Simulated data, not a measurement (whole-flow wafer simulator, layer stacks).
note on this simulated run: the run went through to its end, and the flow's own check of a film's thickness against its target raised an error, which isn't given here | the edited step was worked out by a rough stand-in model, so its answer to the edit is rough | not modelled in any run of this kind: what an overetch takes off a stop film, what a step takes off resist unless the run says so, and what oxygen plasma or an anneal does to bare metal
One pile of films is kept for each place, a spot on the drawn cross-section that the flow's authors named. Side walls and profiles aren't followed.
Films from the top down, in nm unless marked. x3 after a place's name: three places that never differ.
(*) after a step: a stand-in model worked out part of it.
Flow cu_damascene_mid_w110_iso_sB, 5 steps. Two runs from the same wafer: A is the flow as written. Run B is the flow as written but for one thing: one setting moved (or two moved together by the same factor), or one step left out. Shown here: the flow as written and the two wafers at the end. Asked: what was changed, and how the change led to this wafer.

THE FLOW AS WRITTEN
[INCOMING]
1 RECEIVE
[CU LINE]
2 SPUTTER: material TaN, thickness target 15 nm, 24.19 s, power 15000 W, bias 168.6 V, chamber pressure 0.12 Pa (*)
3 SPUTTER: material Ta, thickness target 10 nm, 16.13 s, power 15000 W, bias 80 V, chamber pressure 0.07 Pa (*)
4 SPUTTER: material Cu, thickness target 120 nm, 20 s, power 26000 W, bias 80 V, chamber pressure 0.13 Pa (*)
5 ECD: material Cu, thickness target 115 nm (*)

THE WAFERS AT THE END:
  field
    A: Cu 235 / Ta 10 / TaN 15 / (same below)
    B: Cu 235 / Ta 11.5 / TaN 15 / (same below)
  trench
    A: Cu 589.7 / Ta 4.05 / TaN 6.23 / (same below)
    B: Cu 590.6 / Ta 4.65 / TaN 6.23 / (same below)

The cause: step 3, SPUTTER: thickness target 11.5 nm was run, where the flow has thickness target 10 nm; step 3, SPUTTER: 18.55 s was run, where the flow has 16.13 s.
It can be read off the wafer: field has Ta 11.5, and step 3 as written asks for 10 nm.

How the change led to this, step by step:
  3 SPUTTER: material Ta, thickness target 10 nm, 16.13 s, power 15000 W, bias 80 V, chamber pressure 0.07 Pa (*)
      field: A Ta +10 (new film) | B Ta +11.5 (new film)
      trench: A Ta +4.05 (new film) | B Ta +4.65 (new film)
